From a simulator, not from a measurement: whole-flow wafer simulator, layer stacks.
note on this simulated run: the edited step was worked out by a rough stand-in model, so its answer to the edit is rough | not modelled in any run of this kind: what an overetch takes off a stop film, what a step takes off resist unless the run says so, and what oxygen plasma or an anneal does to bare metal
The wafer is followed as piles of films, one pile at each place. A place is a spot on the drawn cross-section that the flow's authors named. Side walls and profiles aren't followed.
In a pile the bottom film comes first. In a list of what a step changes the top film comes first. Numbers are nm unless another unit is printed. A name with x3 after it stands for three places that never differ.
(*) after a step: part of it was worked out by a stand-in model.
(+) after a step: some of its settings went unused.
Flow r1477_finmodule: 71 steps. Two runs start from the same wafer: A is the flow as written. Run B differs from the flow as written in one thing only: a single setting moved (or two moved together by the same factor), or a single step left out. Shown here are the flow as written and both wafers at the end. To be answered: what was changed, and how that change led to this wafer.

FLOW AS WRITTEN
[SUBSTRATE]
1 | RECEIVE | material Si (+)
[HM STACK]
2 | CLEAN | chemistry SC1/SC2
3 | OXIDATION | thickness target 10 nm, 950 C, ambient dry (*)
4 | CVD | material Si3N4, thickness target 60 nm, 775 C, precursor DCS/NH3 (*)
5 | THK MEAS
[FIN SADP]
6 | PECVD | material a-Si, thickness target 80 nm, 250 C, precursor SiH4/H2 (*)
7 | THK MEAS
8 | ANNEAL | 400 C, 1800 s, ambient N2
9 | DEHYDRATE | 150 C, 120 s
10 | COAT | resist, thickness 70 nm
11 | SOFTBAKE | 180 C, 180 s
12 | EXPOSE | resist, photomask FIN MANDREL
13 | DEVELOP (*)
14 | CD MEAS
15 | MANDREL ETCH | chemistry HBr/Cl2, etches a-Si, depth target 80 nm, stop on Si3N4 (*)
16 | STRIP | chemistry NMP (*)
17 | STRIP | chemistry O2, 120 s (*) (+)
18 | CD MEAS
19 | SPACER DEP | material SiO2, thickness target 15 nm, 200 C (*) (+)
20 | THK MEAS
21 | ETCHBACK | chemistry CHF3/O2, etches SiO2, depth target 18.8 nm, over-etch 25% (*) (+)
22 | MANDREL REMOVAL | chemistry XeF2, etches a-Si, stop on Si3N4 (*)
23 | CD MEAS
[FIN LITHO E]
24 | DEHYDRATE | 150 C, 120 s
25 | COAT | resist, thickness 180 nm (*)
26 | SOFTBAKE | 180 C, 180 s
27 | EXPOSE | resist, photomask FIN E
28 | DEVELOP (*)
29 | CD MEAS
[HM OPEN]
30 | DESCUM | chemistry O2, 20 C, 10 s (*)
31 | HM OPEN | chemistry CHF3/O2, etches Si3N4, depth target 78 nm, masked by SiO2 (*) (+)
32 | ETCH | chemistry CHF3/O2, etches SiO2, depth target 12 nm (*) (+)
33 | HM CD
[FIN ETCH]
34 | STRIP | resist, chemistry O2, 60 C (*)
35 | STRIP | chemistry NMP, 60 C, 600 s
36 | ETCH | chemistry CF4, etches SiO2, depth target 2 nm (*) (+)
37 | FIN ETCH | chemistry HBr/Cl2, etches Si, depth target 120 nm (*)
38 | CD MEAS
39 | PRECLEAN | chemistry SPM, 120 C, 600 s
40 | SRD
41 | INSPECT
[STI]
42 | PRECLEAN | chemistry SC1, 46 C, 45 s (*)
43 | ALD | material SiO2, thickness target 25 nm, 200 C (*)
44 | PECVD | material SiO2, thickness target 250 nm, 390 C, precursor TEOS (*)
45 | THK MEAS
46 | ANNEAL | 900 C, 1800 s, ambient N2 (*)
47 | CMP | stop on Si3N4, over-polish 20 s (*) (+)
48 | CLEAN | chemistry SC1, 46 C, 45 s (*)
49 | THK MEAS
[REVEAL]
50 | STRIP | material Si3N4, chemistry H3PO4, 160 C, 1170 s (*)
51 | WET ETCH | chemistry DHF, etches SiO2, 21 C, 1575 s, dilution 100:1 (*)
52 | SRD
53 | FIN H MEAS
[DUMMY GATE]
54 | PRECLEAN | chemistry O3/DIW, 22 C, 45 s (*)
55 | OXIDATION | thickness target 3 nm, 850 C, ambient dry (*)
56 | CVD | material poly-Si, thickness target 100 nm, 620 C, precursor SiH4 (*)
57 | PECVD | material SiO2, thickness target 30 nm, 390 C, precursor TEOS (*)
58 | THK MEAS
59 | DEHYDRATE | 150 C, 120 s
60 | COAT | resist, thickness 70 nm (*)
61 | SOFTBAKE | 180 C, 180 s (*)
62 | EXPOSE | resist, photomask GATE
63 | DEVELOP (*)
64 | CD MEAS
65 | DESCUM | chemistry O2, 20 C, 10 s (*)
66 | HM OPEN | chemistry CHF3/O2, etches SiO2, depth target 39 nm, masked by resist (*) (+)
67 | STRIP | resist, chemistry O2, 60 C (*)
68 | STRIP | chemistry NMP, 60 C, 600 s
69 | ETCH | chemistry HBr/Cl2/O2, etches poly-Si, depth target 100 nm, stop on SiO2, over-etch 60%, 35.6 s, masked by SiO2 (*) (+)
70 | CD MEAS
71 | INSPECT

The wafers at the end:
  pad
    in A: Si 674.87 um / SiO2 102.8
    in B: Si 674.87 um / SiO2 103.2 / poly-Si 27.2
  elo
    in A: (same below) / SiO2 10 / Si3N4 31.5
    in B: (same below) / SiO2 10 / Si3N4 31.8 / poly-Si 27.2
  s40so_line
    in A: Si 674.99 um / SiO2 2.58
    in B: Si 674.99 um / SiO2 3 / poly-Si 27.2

Cause: step 69, ETCH: depth target 44 nm was run, though the flow has depth target 100 nm; step 69, ETCH: 15.7 s was run, where the flow has 35.6 s.

The path from the change to this, step by step:
  69 | ETCH | chemistry HBr/Cl2/O2, etches poly-Si, depth target 100 nm, stop on SiO2, over-etch 60%, 35.6 s, masked by SiO2 (*) (+)
      pad, eso, e40so and 8 more: A -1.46 chemical SiO2 (all of it), -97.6 poly-Si (all of it), -0.42 SiO2 | B -1.46 chemical SiO2 (all of it), -70.4 poly-Si
      elo, e40lo, e100lo, e200lo: A -1.46 chemical SiO2 (all of it), -97.6 poly-Si (all of it), -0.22 Si3N4 | B -1.46 chemical SiO2 (all of it), -70.4 poly-Si
      (and at 21 other places as well)
